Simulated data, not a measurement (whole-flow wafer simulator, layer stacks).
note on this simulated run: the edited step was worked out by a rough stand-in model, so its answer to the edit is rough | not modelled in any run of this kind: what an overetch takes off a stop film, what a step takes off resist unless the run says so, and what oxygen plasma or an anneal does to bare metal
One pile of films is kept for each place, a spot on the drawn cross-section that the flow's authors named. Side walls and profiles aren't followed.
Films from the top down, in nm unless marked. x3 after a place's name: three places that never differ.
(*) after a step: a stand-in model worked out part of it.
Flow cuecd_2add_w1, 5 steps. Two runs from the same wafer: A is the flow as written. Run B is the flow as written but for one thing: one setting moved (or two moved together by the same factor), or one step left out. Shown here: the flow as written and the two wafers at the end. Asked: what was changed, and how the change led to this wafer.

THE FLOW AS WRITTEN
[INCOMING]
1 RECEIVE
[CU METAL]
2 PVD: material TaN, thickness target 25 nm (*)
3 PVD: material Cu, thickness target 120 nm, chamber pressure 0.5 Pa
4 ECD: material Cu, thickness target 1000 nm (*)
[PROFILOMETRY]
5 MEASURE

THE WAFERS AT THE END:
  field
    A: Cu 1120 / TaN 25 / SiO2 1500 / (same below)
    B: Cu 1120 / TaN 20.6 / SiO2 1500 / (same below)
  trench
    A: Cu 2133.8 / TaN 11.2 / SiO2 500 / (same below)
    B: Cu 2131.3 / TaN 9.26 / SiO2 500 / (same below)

The cause: step 2, PVD: thickness target 20.6 nm was run, where the flow has thickness target 25 nm.
It can be read off the wafer: field has TaN 20.6, and step 2 as written asks for 25 nm.

How the change led to this, step by step:
  2 PVD: material TaN, thickness target 25 nm (*)
      field: A TaN +25 (new film) | B TaN +20.6 (new film)
      trench: A TaN +11.2 (new film) | B TaN +9.26 (new film)
